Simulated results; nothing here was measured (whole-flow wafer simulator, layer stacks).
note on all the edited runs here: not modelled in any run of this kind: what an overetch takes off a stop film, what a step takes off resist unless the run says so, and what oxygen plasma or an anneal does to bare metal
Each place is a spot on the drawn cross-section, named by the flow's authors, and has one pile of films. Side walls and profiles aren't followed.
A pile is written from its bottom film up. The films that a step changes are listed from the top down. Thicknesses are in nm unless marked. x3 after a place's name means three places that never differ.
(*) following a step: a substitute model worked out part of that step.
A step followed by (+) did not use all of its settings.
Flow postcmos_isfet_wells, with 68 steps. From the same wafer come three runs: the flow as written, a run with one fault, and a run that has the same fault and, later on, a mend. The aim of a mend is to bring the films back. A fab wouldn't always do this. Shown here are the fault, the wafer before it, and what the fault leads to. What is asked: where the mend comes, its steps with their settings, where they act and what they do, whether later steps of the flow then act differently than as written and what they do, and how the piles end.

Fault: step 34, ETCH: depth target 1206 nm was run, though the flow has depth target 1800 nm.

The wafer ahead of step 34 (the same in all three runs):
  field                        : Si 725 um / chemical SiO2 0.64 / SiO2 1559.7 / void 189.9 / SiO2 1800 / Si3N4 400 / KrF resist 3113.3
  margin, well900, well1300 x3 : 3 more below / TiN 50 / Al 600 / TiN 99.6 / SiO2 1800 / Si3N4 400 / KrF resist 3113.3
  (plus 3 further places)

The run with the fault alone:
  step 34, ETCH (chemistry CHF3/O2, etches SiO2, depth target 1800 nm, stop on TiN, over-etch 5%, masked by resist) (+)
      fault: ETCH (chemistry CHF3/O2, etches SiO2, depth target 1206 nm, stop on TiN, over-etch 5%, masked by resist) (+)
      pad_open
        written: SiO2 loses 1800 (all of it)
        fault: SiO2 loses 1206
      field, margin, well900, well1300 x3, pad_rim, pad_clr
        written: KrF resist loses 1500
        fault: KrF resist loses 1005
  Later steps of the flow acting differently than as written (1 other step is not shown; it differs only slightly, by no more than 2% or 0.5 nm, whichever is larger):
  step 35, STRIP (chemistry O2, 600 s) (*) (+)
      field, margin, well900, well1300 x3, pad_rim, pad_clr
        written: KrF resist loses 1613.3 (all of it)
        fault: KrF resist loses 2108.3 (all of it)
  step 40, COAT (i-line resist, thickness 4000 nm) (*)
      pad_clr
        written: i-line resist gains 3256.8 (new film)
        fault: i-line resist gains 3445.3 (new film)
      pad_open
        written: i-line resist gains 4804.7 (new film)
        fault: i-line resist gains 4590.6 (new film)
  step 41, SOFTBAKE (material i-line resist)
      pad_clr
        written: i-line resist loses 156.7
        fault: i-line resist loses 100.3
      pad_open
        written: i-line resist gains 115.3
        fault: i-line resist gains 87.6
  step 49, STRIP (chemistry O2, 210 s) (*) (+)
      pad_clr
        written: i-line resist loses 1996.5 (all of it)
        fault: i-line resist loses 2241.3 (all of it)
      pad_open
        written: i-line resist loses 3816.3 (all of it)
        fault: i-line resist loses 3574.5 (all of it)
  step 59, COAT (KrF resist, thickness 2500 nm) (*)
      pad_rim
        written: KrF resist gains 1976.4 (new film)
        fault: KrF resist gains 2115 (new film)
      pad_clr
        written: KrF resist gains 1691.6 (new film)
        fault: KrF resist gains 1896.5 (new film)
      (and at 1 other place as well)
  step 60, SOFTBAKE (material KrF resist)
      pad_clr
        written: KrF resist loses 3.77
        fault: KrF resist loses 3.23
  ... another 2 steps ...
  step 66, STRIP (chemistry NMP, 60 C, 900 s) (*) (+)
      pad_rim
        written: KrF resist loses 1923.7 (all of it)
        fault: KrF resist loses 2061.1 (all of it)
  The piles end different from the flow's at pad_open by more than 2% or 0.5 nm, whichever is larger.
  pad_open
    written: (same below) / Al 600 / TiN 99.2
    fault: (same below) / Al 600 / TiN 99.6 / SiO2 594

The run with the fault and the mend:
  After step 34 comes the mend.
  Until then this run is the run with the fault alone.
  step 34a, ETCH (chemistry CHF3/O2, etches SiO2, depth target 594 nm, stop on TiN, over-etch 5%, masked by resist) (the flow's step 34, run once more with other settings)
      field, margin, well900, well1300 x3, pad_rim, pad_clr
        KrF resist loses 495
      pad_open
        SiO2 loses 594 (all of it)
  Later steps of the flow that are run all act as written at every place that is followed.
  The piles end the same as the flow's at every place that both follow.
